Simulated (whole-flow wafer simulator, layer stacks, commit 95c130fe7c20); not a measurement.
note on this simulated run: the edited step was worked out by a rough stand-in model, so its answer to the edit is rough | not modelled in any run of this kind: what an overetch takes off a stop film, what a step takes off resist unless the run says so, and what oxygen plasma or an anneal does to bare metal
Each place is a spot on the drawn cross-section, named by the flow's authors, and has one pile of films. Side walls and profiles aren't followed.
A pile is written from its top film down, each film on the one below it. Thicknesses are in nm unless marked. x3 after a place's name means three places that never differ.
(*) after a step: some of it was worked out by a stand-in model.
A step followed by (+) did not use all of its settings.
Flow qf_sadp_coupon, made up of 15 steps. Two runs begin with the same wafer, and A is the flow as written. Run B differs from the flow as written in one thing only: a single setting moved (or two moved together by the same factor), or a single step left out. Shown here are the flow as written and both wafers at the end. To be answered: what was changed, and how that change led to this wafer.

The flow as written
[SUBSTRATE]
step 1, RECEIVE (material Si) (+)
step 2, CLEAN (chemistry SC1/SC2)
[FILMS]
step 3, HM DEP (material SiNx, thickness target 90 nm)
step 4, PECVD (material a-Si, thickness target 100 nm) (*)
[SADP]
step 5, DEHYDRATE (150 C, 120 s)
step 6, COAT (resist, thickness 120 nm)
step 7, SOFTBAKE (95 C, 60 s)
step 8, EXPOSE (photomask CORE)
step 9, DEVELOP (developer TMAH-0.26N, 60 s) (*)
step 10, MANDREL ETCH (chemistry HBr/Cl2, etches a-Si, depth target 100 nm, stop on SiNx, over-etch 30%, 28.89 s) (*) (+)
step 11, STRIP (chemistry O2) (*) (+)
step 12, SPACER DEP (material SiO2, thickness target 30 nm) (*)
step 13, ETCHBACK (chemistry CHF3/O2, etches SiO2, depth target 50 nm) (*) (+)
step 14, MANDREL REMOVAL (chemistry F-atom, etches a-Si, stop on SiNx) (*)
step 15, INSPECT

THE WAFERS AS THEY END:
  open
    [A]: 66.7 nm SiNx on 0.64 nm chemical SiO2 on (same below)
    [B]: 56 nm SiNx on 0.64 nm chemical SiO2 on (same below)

Cause: step 10, MANDREL ETCH: depth target 157.5 nm was run, whereas the flow has depth target 100 nm; step 10, MANDREL ETCH: 45.5 s was run, where the flow has 28.89 s.

How this came from the change, step by step:
  step 10, MANDREL ETCH (chemistry HBr/Cl2, etches a-Si, depth target 100 nm, stop on SiNx, over-etch 30%, 28.89 s) (*) (+)
      m: A resist loses 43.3 | B resist loses 68.2
      open: A a-Si loses 100 (all of it), SiNx loses 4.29 | B a-Si loses 100 (all of it), SiNx loses 15
  step 11, STRIP (chemistry O2) (*) (+)
      m: A chemical SiO2 gains 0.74 (new film), resist loses 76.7 (all of it), a-Si loses 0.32 | B chemical SiO2 gains 0.75 (new film), resist loses 51.8 (all of it), a-Si loses 0.33
